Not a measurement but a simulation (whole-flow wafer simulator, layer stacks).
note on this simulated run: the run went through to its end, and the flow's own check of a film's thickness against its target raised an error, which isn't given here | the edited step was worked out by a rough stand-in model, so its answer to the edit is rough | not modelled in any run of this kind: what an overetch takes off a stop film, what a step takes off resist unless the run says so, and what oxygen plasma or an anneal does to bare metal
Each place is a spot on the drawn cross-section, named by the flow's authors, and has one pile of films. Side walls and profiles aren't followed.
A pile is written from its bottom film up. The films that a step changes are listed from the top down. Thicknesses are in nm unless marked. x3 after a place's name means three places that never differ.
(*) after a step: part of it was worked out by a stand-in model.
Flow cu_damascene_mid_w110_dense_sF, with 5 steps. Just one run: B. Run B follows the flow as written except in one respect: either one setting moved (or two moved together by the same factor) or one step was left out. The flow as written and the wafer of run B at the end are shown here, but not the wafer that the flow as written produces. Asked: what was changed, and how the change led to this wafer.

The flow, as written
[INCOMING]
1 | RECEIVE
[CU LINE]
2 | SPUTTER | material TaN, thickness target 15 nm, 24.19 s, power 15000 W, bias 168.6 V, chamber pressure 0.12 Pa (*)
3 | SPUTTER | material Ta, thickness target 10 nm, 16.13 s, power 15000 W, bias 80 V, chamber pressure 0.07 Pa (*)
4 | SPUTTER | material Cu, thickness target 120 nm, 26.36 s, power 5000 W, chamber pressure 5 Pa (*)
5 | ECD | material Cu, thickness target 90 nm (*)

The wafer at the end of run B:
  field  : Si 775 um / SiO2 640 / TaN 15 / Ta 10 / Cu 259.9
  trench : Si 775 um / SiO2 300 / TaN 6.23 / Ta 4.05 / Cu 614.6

Cause: step 4, SPUTTER: 36.9 s was run, whereas the flow has 26.36 s.

The path from the change to this, step by step:
  4 | SPUTTER | material Cu, thickness target 120 nm, 26.36 s, power 5000 W, chamber pressure 5 Pa (*)
      field: Cu gains 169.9 (new film) (it would be, as written: Cu gains 120 (new film))
      trench: Cu gains 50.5 (new film) (it would be, as written: Cu gains 35.7 (new film))
  5 | ECD | material Cu, thickness target 90 nm (*)
      trench: Cu gains 564.1 (it would be, as written: Cu gains 529)
